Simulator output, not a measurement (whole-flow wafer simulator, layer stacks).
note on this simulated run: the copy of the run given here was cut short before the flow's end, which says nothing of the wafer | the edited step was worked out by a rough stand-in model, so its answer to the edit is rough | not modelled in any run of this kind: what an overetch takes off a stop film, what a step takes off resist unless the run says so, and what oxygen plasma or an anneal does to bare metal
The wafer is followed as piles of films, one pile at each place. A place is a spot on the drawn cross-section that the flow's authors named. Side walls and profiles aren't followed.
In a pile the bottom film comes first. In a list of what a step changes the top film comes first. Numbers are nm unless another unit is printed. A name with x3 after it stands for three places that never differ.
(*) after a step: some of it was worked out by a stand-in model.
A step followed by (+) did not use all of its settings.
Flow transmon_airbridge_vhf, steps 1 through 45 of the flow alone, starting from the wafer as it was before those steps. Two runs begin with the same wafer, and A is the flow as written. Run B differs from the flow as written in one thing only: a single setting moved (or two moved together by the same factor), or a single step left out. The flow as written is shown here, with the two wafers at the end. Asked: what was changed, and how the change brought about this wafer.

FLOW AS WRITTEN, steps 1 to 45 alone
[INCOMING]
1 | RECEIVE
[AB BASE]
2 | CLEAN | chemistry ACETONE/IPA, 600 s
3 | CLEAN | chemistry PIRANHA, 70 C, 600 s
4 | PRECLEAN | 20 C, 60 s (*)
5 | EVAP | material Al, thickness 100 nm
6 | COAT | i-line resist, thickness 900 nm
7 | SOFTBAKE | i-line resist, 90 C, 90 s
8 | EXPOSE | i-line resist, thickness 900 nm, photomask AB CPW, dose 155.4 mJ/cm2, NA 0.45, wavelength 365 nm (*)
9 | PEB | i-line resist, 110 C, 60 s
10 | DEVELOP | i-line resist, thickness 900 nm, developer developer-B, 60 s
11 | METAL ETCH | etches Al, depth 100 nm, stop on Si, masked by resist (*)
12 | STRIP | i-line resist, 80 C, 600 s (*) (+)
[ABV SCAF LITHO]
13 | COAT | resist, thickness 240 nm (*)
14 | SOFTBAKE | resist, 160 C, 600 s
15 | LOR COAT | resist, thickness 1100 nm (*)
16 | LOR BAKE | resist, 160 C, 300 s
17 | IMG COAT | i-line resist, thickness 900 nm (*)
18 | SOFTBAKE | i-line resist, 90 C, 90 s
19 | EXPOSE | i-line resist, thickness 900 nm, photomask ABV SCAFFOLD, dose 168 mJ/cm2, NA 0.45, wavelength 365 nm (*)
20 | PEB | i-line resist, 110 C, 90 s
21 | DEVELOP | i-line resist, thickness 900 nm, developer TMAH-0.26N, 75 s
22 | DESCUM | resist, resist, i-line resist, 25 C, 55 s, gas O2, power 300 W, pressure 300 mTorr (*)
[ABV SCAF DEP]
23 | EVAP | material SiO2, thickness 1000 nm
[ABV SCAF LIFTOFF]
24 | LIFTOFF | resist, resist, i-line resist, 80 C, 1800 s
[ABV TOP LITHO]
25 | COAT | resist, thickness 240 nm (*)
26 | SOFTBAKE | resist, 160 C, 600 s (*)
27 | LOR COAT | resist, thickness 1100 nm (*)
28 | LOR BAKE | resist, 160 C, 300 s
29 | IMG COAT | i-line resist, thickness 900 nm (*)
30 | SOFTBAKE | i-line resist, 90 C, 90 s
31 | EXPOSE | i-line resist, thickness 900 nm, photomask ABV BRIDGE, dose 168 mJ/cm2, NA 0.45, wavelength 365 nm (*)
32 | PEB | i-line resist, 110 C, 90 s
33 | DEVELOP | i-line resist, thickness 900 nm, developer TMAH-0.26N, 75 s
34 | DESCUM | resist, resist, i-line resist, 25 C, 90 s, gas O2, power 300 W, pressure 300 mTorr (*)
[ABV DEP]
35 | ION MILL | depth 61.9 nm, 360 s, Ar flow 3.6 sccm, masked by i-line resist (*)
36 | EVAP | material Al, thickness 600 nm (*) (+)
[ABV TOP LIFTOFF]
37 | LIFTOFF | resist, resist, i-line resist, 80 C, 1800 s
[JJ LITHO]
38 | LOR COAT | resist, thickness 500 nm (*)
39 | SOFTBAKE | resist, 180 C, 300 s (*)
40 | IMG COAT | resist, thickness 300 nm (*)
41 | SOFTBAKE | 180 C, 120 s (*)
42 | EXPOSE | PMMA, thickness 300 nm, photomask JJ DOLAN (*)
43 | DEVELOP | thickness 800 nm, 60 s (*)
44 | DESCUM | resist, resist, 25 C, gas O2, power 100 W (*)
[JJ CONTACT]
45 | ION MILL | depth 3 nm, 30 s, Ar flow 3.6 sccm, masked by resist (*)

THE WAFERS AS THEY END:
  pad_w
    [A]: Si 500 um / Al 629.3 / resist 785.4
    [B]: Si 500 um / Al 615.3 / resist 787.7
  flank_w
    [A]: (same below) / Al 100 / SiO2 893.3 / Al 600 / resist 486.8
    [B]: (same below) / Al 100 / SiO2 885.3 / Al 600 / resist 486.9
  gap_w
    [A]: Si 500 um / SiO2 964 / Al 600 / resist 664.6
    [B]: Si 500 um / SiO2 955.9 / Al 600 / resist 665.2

What caused this: step 35, ION MILL: 441 s was run, while the flow as written has 360 s.

How this came from the change, step by step:
  35 | ION MILL | depth 61.9 nm, 360 s, Ar flow 3.6 sccm, masked by i-line resist (*)
      field x3, jj_line, ground_far, trace_open_s x2, margin_s, margin_n: A i-line resist loses 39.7 | B i-line resist loses 48.7
      flank_w, gap_w, cpw_trace, gap_e, flank_e, bridge_strip: A SiO2 loses 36 | B SiO2 loses 44.1
      (and at 2 other places as well)
  37 | LIFTOFF | resist, resist, i-line resist, 80 C, 1800 s
      margin_s, margin_n: A Al loses 600 (all of it), i-line resist loses 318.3 (all of it), resist loses 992 (all of it) | B Al loses 600 (all of it), i-line resist loses 309.3 (all of it), resist loses 992 (all of it)
